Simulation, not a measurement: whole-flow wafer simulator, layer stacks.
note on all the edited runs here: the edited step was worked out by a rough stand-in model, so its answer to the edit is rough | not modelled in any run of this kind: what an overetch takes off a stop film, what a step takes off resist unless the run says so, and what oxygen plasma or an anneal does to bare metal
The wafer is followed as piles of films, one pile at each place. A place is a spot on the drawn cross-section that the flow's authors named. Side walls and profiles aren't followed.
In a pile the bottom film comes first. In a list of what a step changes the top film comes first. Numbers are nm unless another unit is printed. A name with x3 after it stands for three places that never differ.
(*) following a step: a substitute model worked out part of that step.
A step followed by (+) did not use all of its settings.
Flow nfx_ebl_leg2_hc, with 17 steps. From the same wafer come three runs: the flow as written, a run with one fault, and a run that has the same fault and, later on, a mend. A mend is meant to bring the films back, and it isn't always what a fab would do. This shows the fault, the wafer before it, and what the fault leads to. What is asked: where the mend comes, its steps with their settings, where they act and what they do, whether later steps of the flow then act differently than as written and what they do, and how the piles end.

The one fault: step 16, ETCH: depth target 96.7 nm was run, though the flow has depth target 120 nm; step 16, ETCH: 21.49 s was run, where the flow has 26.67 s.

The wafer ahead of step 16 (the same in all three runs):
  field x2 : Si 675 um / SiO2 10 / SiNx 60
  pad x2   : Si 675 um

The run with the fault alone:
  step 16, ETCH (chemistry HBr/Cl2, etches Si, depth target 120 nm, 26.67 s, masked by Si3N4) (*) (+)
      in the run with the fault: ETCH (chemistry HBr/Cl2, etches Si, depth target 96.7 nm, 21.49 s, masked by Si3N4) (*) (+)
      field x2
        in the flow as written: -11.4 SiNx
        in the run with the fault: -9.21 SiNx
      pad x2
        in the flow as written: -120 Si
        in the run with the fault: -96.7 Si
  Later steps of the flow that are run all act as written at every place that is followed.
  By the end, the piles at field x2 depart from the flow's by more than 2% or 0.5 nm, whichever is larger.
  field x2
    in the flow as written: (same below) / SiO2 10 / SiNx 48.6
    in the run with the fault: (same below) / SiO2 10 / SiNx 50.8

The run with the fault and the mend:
  After step 17 comes the mend.
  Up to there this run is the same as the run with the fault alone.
  step 17a, ETCH (chemistry HBr/Cl2, etches Si, depth target 23.3 nm, 5.173 s, masked by Si3N4) (*) (+) (the flow's step 16 again, with other settings)
      field x2
        -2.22 SiNx
      pad x2
        -23.3 Si
  Later steps of the flow that are run all act as written at every place that is followed.
  By the end, the piles equal the flow's at every place that both follow.
